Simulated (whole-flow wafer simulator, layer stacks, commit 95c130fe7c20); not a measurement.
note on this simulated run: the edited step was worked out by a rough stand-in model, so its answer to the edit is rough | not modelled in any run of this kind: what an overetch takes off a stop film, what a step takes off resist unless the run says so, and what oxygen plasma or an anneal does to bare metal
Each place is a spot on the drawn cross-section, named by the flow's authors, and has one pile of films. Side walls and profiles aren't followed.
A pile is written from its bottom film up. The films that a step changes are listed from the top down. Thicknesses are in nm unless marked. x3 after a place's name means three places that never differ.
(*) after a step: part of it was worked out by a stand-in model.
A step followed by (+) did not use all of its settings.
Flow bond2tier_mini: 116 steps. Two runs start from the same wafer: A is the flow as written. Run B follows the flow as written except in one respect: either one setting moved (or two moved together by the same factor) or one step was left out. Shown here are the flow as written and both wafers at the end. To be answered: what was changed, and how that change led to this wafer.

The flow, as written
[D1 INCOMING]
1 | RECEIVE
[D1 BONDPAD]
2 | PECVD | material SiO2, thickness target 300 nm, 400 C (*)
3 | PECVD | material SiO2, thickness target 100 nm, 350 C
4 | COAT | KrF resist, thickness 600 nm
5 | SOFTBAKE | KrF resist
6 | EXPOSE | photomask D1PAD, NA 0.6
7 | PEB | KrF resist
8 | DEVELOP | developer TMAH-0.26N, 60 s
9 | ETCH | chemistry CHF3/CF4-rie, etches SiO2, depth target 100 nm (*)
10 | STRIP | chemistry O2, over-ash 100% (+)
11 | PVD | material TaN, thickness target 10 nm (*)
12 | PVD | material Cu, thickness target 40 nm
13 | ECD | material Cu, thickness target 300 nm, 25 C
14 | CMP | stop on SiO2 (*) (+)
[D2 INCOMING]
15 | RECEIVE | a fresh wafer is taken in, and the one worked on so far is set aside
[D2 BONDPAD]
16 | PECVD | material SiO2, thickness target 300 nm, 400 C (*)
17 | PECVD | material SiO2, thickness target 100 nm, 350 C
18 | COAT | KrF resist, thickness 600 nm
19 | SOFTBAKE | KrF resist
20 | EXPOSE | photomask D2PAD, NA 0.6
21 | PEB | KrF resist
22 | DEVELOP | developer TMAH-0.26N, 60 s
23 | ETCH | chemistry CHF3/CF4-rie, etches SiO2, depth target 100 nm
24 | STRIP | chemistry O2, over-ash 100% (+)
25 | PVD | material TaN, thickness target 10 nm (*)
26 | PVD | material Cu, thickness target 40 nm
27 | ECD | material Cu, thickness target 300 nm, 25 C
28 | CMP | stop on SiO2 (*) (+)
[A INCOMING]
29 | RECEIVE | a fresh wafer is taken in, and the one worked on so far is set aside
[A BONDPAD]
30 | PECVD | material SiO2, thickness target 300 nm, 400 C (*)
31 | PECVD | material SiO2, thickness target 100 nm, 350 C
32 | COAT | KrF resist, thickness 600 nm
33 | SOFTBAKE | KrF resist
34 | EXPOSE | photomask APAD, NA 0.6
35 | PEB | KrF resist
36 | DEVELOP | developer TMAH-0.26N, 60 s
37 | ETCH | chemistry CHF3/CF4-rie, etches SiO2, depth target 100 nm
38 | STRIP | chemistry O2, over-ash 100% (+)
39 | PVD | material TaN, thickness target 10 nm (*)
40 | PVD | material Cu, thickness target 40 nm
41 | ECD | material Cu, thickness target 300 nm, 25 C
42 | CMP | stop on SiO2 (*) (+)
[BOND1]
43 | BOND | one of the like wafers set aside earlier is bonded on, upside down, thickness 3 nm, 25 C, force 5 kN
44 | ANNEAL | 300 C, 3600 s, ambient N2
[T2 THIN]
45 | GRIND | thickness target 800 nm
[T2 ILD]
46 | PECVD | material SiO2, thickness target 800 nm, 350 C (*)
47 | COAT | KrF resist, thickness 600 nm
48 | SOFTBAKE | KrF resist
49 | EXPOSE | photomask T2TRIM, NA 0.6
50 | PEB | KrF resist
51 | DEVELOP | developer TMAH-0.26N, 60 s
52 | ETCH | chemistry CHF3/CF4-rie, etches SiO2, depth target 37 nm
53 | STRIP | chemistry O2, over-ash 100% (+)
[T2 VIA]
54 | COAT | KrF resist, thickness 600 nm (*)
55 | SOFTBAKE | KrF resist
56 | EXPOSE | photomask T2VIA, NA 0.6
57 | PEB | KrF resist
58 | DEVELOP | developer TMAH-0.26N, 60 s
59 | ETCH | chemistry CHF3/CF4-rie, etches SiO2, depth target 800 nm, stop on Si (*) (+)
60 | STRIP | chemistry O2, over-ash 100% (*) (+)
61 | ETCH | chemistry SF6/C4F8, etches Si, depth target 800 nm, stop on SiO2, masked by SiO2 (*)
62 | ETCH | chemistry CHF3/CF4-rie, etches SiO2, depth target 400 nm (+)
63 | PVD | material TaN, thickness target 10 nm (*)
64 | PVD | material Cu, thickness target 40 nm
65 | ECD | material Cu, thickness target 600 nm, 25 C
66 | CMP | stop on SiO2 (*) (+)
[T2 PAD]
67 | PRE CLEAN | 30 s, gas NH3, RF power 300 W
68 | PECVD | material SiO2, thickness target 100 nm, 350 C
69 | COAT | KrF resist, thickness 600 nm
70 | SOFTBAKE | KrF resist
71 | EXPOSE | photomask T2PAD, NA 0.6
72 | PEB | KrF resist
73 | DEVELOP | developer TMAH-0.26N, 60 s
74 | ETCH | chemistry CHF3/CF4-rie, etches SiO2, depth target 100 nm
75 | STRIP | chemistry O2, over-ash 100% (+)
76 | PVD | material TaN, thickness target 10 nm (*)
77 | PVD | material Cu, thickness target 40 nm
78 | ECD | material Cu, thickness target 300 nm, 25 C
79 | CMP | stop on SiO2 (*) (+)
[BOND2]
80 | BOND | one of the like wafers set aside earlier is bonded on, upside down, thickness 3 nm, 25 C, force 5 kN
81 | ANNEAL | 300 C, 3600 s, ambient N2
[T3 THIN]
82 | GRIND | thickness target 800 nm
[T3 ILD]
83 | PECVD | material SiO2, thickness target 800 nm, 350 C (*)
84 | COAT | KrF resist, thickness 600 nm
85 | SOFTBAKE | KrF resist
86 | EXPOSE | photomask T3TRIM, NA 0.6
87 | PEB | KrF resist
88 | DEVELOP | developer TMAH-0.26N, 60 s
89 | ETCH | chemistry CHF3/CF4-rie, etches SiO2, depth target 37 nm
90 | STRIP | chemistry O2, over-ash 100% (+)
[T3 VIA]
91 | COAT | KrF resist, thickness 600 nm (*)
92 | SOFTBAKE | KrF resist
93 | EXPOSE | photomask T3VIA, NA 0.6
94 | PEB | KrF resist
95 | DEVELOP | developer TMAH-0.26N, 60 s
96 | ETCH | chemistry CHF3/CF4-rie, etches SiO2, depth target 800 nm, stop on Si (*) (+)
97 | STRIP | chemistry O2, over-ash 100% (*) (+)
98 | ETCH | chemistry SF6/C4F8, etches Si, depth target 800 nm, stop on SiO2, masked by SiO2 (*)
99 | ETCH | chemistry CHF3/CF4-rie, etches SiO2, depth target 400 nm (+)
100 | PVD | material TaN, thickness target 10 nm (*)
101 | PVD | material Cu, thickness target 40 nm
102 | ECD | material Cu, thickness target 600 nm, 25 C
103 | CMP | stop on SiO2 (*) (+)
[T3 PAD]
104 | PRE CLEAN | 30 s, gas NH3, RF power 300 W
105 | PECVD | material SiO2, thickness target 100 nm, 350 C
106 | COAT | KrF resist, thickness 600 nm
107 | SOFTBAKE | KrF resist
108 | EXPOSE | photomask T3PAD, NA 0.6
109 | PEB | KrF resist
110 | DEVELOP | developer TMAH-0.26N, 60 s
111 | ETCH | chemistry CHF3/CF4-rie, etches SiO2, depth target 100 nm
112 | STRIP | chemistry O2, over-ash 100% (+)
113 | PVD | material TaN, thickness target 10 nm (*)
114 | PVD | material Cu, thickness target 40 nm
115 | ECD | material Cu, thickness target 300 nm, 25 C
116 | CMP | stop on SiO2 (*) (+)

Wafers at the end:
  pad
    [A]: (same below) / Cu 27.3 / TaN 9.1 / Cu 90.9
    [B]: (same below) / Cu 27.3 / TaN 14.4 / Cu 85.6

The reason: step 113, PVD: thickness target 15.8 nm was run, though the flow has thickness target 10 nm.

The path from the change to this, step by step:
  113 | PVD | material TaN, thickness target 10 nm (*)
      field: A TaN gains 10 (new film) | B TaN gains 15.8 (new film)
      pad: A TaN gains 9.1 (new film) | B TaN gains 14.4 (new film)
  116 | CMP | stop on SiO2 (*) (+)
      field: A Cu loses 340 (all of it), TaN loses 10 (all of it) | B Cu loses 340 (all of it), TaN loses 15.8 (all of it)
